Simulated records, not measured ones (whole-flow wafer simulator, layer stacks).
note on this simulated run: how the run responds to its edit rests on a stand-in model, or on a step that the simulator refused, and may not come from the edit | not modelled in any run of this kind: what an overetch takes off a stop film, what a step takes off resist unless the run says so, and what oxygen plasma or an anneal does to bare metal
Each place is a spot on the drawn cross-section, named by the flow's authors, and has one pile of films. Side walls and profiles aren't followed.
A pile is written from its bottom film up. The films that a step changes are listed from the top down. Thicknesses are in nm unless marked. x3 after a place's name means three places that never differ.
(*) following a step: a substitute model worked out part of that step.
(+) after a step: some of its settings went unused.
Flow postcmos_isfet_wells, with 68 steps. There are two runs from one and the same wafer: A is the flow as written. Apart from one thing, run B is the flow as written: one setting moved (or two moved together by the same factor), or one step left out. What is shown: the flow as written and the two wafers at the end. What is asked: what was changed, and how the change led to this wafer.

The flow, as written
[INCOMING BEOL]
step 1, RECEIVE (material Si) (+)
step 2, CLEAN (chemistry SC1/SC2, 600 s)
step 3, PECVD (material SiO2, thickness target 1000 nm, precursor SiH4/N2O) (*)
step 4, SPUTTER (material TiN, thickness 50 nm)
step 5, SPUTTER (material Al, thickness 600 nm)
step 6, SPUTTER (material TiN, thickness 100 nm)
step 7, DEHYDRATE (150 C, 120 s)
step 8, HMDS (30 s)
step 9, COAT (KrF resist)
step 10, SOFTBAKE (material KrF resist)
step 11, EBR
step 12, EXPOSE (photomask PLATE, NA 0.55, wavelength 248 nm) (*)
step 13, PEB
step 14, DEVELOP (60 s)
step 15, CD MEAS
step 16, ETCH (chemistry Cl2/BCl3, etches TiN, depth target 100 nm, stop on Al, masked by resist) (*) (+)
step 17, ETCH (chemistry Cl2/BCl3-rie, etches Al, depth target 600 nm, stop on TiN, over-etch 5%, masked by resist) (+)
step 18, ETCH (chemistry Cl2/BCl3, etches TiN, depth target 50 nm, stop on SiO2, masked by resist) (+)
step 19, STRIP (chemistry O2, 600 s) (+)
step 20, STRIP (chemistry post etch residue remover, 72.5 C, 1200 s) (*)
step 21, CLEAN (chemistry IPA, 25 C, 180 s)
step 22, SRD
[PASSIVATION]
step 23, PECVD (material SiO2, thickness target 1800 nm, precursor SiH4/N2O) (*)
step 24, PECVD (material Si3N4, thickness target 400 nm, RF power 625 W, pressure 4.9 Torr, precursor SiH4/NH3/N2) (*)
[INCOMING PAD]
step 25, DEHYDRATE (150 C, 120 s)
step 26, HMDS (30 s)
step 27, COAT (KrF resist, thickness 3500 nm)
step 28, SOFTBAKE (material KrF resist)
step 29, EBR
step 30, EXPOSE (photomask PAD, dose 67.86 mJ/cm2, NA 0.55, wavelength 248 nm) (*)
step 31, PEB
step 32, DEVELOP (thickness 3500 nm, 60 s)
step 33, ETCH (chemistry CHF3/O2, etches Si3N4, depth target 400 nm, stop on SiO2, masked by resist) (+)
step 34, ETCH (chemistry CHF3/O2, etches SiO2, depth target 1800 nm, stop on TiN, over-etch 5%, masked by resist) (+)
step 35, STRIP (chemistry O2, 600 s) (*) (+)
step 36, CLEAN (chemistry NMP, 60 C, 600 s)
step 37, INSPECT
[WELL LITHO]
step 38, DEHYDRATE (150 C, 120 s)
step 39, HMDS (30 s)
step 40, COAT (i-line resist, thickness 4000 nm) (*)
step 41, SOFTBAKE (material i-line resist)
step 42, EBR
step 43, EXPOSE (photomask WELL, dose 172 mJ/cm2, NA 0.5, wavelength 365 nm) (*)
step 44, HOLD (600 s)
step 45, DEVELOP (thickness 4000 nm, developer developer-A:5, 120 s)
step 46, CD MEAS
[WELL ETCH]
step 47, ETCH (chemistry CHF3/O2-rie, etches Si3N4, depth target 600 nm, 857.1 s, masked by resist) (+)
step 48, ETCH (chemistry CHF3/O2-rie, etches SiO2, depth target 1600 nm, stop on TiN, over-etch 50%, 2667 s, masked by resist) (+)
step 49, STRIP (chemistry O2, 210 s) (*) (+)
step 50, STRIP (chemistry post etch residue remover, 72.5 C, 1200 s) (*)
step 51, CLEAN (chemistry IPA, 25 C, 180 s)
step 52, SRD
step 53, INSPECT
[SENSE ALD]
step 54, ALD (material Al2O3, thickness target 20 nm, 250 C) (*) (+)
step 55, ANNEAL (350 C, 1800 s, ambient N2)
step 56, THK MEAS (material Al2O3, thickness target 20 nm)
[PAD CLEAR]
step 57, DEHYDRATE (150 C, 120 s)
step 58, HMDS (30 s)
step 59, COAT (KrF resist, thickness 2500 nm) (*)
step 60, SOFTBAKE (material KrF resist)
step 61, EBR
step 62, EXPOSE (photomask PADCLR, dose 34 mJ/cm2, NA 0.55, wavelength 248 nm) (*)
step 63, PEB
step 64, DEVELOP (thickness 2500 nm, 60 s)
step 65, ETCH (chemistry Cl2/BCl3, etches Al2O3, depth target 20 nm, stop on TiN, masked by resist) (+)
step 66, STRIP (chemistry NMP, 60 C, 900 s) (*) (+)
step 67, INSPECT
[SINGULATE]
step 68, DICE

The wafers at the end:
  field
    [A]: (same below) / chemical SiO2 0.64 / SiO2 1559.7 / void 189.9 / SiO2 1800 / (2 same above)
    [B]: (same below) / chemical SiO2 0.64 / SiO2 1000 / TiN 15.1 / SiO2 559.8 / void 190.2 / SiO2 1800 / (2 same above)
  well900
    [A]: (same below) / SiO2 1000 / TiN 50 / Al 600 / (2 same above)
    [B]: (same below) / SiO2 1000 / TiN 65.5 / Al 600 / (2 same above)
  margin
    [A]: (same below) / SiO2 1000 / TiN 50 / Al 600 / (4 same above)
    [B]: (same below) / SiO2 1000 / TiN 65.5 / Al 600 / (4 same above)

The reason: step 4, SPUTTER: thickness 65.55 nm was run, whereas the flow has thickness 50 nm.
The wafer itself shows it: well900 has TiN 65.5, and step 4 as written asks for 50 nm.

Step by step, how the change led to this:
  step 4, SPUTTER (material TiN, thickness 50 nm)
      field, margin, well900, well1300 x3, pad_rim, pad_clr, pad_open: A +50 TiN (new film) | B +65.5 TiN (new film)
  step 18, ETCH (chemistry Cl2/BCl3, etches TiN, depth target 50 nm, stop on SiO2, masked by resist) (+)
      field: A -50 TiN (all of it) | B -50 TiN
  step 23, PECVD (material SiO2, thickness target 1800 nm, precursor SiH4/N2O) (*)
      field: A +1800 SiO2 (new film), +189.9 void (new film), +559.7 SiO2 | B +1800 SiO2 (new film), +190.2 void (new film), +559.8 SiO2 (new film)
With metal films that touch counted as one body, field has 1 body; the flow as written gives 0 bodies.
